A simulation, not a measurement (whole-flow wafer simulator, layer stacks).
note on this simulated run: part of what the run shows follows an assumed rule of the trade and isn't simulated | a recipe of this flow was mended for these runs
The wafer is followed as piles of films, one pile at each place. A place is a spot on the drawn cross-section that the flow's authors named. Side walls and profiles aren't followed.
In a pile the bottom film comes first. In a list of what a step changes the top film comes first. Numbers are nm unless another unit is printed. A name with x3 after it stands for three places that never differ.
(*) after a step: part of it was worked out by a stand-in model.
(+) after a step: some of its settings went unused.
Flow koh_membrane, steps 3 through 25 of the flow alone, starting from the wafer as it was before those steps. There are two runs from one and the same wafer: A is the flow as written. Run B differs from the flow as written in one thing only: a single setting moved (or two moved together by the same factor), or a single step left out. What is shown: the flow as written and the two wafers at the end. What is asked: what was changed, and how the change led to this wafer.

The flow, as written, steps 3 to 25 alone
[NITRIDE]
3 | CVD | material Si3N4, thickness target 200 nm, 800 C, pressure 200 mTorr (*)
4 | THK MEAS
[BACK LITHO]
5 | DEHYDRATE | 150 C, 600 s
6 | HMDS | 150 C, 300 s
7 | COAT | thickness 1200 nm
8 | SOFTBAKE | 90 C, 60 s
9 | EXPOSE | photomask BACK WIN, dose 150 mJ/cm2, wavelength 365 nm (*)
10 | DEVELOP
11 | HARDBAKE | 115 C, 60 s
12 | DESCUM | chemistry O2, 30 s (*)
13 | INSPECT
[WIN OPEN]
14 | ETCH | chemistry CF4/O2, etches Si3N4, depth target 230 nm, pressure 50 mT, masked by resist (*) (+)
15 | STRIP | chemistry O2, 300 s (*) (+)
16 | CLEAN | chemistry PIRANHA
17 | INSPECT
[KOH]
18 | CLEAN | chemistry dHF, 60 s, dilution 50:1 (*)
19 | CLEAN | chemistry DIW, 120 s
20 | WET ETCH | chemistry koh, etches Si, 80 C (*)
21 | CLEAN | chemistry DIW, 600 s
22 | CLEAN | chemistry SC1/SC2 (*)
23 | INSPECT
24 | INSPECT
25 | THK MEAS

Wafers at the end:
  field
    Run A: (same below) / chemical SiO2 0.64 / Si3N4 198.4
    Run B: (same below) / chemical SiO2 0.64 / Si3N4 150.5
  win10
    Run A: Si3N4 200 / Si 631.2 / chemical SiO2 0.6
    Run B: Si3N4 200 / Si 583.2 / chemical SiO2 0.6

The reason: step 3, CVD: thickness target 152 nm was run, while the flow as written has thickness target 200 nm; step 18, CLEAN: 46 s was run, where the flow has 60 s.

The path from the change to this, step by step:
  3 | CVD | material Si3N4, thickness target 200 nm, 800 C, pressure 200 mTorr (*)
      field, win20 x4, win10: A +200 Si3N4 (new film) | B +152 Si3N4 (new film)
  14 | ETCH | chemistry CF4/O2, etches Si3N4, depth target 230 nm, pressure 50 mT, masked by resist (*) (+)
      win20 x4, win10: A -200 Si3N4 (all of it), -0.64 chemical SiO2 (all of it), -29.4 Si | B -152 Si3N4 (all of it), -0.64 chemical SiO2 (all of it), -77.4 Si
